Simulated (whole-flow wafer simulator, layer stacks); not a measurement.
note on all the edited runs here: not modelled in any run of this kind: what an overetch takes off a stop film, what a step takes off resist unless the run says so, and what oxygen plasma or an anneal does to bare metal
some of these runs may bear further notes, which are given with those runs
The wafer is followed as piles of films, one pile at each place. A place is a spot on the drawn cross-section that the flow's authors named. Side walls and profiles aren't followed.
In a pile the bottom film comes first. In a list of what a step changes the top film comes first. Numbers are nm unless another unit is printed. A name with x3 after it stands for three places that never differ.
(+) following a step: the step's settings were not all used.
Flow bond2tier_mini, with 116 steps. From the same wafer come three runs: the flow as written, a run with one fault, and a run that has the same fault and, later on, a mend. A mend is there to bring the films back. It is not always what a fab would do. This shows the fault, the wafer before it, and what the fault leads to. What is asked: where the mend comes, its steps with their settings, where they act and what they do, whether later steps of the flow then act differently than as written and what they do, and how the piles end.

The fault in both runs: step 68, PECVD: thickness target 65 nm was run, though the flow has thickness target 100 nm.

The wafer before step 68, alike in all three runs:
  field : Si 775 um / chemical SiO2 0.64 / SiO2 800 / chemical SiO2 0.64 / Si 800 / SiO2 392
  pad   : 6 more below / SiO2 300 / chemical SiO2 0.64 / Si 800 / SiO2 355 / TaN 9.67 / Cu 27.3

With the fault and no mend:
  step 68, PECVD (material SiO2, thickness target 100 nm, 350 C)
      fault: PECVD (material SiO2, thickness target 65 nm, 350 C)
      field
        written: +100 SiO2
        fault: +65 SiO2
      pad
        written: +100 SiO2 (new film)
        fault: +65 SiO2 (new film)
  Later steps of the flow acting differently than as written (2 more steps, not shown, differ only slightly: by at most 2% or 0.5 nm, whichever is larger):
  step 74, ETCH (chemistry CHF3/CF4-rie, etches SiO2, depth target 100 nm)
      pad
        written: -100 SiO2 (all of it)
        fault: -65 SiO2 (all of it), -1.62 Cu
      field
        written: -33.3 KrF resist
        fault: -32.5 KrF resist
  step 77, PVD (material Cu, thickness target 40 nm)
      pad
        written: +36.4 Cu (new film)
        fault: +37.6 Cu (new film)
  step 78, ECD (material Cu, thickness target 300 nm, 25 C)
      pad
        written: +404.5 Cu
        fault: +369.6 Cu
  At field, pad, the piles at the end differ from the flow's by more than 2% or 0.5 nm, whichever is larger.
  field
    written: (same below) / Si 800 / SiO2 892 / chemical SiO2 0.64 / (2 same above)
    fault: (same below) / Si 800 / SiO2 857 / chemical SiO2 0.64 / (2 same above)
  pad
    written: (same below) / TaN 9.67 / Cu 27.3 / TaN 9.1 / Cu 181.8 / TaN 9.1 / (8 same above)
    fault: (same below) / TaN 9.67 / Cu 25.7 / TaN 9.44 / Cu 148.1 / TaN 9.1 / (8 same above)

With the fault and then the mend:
  After step 73 comes the mend.
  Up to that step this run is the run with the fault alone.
  step 73a, STRIP (chemistry O2, over-ash 100%) (+)
      field
        -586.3 KrF resist (all of it)
  step 73b, PECVD (material SiO2, thickness target 35 nm, 350 C) (the flow's step 68 again, with other settings)
      field, pad
        +35 SiO2
  step 73c, COAT (KrF resist, thickness 600 nm) (the flow's step 69 again)
      field, pad
        +600 KrF resist (new film)
  step 73d, SOFTBAKE (KrF resist) (the flow's step 70 again)
      alters no film at any place that is followed
  step 73e, EXPOSE (photomask T2PAD, NA 0.6) (the flow's step 71 again)
      alters no film at any place that is followed
  step 73f, PEB (KrF resist) (the flow's step 72 again)
      alters no film at any place that is followed
  step 73g, DEVELOP (developer TMAH-0.26N, 60 s) (the flow's step 73 again)
      field
        -13.7 KrF resist
      pad
        -600 KrF resist (all of it)
  Later steps of the flow that are run all act as written at every place that is followed.
  The piles end the same as the flow's at every place that both follow.
